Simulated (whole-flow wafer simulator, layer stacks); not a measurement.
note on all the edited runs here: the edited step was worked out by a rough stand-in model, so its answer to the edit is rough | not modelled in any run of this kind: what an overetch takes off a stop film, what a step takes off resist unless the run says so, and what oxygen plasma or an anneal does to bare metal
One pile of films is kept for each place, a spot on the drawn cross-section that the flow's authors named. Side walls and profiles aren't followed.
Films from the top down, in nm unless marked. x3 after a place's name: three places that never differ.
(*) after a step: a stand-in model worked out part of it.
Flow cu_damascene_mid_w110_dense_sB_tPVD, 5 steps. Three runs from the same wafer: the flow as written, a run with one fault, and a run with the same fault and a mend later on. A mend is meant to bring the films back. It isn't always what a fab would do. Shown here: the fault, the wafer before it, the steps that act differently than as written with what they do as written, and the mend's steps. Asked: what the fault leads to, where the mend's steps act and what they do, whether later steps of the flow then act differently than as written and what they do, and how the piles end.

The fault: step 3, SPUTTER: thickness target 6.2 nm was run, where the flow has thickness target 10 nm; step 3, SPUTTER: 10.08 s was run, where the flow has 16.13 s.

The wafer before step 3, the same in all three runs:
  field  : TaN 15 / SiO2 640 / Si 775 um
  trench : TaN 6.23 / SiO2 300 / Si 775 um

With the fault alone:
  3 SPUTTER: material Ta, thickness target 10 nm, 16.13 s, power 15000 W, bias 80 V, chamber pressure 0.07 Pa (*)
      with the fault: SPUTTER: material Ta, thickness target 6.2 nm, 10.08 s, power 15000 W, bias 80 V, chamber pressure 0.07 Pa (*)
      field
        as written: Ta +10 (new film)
        with the fault: Ta +6.2 (new film)
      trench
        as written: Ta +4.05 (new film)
        with the fault: Ta +2.51 (new film)
  No later step of the flow acts differently than as written, at any place that is followed, by more than 2% or 0.5 nm, whichever is larger.
  At the end the piles differ from the flow's by more than 2% or 0.5 nm, whichever is larger, at field, trench.
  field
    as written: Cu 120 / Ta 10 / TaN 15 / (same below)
    with the fault: Cu 120 / Ta 6.2 / TaN 15 / (same below)
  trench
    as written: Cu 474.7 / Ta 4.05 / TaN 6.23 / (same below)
    with the fault: Cu 472.5 / Ta 2.51 / TaN 6.23 / (same below)

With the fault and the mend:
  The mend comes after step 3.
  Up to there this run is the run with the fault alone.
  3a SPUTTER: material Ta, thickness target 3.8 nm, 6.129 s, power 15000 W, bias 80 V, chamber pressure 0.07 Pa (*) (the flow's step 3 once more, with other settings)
      field
        Ta +3.8
      trench
        Ta +1.5
  No later step of the flow acts differently than as written, at any place that is followed, by more than 2% or 0.5 nm, whichever is larger.
  At the end the piles differ from the flow's only slightly at the places that both follow, by at most 2% or 0.5 nm, whichever is larger.
